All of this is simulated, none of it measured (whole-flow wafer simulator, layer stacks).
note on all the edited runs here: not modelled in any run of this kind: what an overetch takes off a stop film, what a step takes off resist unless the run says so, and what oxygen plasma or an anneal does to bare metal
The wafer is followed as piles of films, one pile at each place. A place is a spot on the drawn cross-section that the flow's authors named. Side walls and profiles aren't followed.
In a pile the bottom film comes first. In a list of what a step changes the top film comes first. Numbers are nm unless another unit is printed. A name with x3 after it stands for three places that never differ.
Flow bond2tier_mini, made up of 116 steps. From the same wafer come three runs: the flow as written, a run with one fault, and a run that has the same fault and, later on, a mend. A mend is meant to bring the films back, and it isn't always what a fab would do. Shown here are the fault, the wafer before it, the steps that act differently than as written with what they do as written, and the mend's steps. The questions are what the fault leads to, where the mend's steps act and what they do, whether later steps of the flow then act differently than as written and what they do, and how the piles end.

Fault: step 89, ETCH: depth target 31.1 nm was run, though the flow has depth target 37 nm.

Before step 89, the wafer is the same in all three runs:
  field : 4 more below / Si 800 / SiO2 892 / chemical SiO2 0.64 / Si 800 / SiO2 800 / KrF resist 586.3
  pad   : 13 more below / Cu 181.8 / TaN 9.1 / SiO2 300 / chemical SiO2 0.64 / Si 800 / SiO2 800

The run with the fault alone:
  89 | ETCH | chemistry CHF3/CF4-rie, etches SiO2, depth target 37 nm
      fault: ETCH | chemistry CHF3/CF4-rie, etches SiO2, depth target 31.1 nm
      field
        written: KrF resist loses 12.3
        fault: KrF resist loses 10.4
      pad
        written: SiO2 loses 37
        fault: SiO2 loses 31.1
  Later steps of the flow that are run all act as written at every place that is followed, up to a difference of at most 2% or 0.5 nm, whichever is larger.
  By the end, the piles at pad depart from the flow's by more than 2% or 0.5 nm, whichever is larger.
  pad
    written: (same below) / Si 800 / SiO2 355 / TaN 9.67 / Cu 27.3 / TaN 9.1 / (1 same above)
    fault: (same below) / Si 800 / SiO2 360.9 / TaN 9.72 / Cu 21.4 / TaN 9.1 / (1 same above)

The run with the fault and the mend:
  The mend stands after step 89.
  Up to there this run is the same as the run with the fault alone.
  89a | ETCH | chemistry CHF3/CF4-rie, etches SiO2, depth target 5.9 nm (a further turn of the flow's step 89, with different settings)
      field
        KrF resist loses 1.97
      pad
        SiO2 loses 5.9
  Later steps of the flow that are run all act as written at every place that is followed.
  By the end, the piles equal the flow's at every place that both follow.
